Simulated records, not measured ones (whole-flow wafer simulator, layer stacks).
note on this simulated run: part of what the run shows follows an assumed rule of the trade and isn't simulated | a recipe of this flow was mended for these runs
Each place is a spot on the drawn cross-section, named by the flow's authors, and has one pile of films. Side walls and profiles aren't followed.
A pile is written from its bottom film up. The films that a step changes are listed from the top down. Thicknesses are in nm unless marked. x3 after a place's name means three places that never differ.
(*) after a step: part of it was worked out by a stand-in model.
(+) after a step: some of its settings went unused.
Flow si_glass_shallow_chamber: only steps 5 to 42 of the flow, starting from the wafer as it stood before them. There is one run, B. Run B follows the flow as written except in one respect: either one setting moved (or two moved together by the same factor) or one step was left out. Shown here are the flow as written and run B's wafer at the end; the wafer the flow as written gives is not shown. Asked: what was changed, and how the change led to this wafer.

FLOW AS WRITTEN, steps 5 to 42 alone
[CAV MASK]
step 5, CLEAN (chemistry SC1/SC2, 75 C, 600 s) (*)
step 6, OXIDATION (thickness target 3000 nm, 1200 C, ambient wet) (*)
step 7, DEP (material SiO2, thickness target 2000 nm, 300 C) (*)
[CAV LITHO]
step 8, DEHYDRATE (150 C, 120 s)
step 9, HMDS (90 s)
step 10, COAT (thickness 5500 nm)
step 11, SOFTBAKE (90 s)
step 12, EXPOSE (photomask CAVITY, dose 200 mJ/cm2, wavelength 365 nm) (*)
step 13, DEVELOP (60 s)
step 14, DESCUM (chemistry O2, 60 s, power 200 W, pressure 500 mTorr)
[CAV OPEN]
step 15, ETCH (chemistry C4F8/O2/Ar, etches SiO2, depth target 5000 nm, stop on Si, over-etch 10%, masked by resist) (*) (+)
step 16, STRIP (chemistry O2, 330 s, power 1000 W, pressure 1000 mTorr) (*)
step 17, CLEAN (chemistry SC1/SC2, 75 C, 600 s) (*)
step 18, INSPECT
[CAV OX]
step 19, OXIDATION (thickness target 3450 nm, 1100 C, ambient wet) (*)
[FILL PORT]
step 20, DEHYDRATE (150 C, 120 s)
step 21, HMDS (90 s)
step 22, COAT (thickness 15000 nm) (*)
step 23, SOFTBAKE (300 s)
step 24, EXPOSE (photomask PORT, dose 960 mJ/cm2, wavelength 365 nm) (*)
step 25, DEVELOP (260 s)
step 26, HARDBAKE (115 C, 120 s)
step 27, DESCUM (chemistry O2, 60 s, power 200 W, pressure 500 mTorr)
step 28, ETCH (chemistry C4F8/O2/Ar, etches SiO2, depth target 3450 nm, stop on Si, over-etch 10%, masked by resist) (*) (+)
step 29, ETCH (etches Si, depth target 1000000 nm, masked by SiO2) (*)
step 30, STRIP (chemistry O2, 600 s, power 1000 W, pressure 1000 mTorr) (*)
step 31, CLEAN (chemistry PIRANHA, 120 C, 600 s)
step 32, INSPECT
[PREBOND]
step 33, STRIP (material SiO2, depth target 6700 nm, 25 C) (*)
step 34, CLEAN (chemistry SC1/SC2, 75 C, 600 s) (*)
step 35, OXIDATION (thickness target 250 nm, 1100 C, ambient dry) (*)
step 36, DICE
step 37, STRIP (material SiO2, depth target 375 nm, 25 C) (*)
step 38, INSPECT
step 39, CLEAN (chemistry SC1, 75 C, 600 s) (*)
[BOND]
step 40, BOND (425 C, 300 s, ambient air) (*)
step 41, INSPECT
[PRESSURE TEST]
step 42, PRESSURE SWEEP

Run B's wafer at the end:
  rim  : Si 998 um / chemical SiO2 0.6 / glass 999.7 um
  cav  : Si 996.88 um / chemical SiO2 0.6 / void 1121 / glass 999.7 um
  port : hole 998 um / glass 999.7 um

The reason: step 7, DEP: thickness target 1280 nm was run, whereas the flow has thickness target 2000 nm; step 17, CLEAN: 384 s was run, where the flow has 600 s.

The path from the change to this, step by step:
  step 7, DEP (material SiO2, thickness target 2000 nm, 300 C) (*)
      rim, ramp, cav, port, septum, ring: +1280 SiO2 (in the flow as written it would be: +2000 SiO2)
  step 15, ETCH (chemistry C4F8/O2/Ar, etches SiO2, depth target 5000 nm, stop on Si, over-etch 10%, masked by resist) (*) (+)
      rim, ramp, septum, ring: -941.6 thick-i-line-resist (in the flow as written it would be: -1100 thick-i-line-resist)
      cav, port: -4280 SiO2 (all of it), -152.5 Si (in the flow as written it would be: -5000 SiO2 (all of it), -62.5 Si)
  step 16, STRIP (chemistry O2, 330 s, power 1000 W, pressure 1000 mTorr) (*)
      rim, ramp, septum, ring: -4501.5 thick-i-line-resist (all of it) (in the flow as written it would be: -4343.1 thick-i-line-resist (all of it))
  step 17, CLEAN (chemistry SC1/SC2, 75 C, 600 s) (*)
      rim, ramp, septum, ring: -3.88 SiO2 (in the flow as written it would be: -6.06 SiO2)
      cav, port: -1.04 chemical SiO2, -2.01 Si (in the flow as written it would be: -1.04 chemical SiO2, -3.77 Si)
  step 19, OXIDATION (thickness target 3450 nm, 1100 C, ambient wet) (*)
      rim, ramp, septum, ring: +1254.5 SiO2, -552 Si (in the flow as written it would be: +1110.9 SiO2, -488.8 Si)
  step 22, COAT (thickness 15000 nm) (*)
      rim: +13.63 um thick-i-line-resist (new film) (in the flow as written it would be: +13.4 um thick-i-line-resist (new film))
      ramp: +13.19 um thick-i-line-resist (new film) (in the flow as written it would be: +12.89 um thick-i-line-resist (new film))
      (and at 4 other places as well)
  step 23, SOFTBAKE (300 s)
      rim: -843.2 thick-i-line-resist (in the flow as written it would be: -997 thick-i-line-resist)
      ramp: -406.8 thick-i-line-resist (in the flow as written it would be: -487.1 thick-i-line-resist)
      (and at 4 other places as well)
  step 25, DEVELOP (260 s)
      port: -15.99 um thick-i-line-resist (all of it) (in the flow as written it would be: -16.16 um thick-i-line-resist (all of it))
  step 26, HARDBAKE (115 C, 120 s)
      rim, ramp: -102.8 thick-i-line-resist (in the flow as written it would be: -98.2 thick-i-line-resist)
  step 29, ETCH (etches Si, depth target 1000000 nm, masked by SiO2) (*)
      rim: -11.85 um thick-i-line-resist (all of it), -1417 SiO2 (in the flow as written it would be: -11.47 um thick-i-line-resist (all of it), -1617.3 SiO2)
      ramp: -11.85 um thick-i-line-resist (all of it), -1417.1 SiO2 (in the flow as written it would be: -11.47 um thick-i-line-resist (all of it), -1617.3 SiO2)
      (and at 3 other places as well)
  step 30, STRIP (chemistry O2, 600 s, power 1000 W, pressure 1000 mTorr) (*)
      cav: -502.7 thick-i-line-resist (all of it) (in the flow as written it would be: -669.6 thick-i-line-resist (all of it))
  step 33, STRIP (material SiO2, depth target 6700 nm, 25 C) (*)
      rim, ramp: -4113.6 SiO2 (all of it) (in the flow as written it would be: -4487.5 SiO2 (all of it))
      septum: -5175.4 SiO2 (all of it) (in the flow as written it would be: -5732.1 SiO2 (all of it))
      (and at 1 other place as well)
  step 40, BOND (425 C, 300 s, ambient air) (*)
      cav: +999.7 um glass (new film), +1121 void (new film) (in the flow as written it would be: +999.7 um glass (new film), +1095.9 void (new film))
      port: +999.7 um glass (new film), +1042.3 hole (in the flow as written it would be: +999.7 um glass (new film), +1017.3 hole)
